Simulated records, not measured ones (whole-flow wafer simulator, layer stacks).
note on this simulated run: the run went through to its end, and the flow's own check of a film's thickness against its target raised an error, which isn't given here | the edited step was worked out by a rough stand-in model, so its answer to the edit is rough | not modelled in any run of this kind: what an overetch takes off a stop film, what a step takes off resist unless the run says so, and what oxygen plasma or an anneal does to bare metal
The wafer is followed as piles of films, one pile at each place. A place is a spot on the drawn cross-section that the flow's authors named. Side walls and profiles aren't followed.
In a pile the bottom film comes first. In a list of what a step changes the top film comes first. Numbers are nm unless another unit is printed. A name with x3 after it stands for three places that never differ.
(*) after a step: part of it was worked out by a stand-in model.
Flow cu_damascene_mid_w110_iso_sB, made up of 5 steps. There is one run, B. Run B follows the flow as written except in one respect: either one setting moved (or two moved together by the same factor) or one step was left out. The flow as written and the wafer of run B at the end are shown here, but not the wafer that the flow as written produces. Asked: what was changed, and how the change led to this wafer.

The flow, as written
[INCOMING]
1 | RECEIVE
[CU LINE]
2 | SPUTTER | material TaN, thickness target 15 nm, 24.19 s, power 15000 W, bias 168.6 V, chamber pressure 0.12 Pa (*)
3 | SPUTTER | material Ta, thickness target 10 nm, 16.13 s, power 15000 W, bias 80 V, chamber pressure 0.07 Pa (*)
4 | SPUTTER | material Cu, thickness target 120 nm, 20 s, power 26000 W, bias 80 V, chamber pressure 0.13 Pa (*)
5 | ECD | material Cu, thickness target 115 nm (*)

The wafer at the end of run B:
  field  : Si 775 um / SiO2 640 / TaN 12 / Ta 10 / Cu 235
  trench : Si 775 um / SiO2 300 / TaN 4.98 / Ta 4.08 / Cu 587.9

Cause: step 2, SPUTTER: thickness target 12 nm was run, whereas the flow has thickness target 15 nm; step 2, SPUTTER: 19.35 s was run, where the flow has 24.19 s.
The wafer itself shows it: field has TaN 12, and step 2 as written asks for 15 nm.

The path from the change to this, step by step:
  2 | SPUTTER | material TaN, thickness target 15 nm, 24.19 s, power 15000 W, bias 168.6 V, chamber pressure 0.12 Pa (*)
      field: TaN gains 12 (new film) (as written it would have been: TaN gains 15 (new film))
      trench: TaN gains 4.98 (new film) (as written it would have been: TaN gains 6.23 (new film))
